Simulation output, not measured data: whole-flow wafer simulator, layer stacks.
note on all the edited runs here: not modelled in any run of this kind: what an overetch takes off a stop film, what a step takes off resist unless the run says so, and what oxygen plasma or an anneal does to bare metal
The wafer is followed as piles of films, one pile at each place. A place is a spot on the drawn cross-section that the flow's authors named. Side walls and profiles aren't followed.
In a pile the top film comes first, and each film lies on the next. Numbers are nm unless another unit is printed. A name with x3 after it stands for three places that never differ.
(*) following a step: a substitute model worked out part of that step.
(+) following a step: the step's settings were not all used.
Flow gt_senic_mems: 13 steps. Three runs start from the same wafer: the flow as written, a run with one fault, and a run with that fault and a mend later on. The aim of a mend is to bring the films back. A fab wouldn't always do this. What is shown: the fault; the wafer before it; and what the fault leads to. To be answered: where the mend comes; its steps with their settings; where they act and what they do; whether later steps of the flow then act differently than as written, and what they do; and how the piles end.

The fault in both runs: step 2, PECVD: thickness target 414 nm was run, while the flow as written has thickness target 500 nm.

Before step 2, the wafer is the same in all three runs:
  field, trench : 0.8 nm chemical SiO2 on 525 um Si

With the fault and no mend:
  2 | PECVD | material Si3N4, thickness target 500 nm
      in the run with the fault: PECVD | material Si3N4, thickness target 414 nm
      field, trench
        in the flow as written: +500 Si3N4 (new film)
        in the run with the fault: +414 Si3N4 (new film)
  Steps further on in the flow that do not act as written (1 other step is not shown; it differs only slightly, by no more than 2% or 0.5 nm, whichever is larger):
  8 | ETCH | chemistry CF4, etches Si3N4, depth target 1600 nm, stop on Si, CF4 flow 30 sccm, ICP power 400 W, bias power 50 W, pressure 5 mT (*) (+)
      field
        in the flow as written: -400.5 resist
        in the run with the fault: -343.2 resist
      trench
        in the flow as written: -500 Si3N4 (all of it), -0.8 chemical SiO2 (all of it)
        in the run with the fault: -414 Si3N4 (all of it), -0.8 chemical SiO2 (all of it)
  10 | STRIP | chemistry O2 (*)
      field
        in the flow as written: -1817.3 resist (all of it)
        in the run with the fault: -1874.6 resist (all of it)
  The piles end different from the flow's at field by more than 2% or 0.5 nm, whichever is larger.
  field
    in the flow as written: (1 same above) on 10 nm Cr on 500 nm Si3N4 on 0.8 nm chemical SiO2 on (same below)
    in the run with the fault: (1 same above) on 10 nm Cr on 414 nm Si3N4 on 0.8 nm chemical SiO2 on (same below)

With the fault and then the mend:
  After step 7 comes the mend.
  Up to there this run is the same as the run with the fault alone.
  7a | STRIP | chemistry O2 (*)
      field
        -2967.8 resist (all of it)
  7b | PECVD | material Si3N4, thickness target 86 nm (a further turn of the flow's step 2, with different settings)
      field, trench
        +86 Si3N4
  7c | HMDS (a further turn of the flow's step 3)
      does not change any film at any place that is followed
  7d | COAT | resist, thickness 3000 nm (a further turn of the flow's step 4)
      field, trench
        +3000 resist (new film)
  7e | SOFTBAKE | resist (a further turn of the flow's step 5)
      does not change any film at any place that is followed
  7f | EXPOSE | photomask DEVICE, dose 108.9 mJ/cm2, wavelength 405 nm (*) (a further turn of the flow's step 6)
      does not change any film at any place that is followed
  7g | DEVELOP | resist, thickness 3000 nm, developer developer-E, 60 s (a further turn of the flow's step 7)
      field
        -32.2 resist
      trench
        -3000 resist (all of it)
  Every later step of the flow that is run acts as written at every place that is followed.
  At every place that both follow, the piles at the end match the flow's.
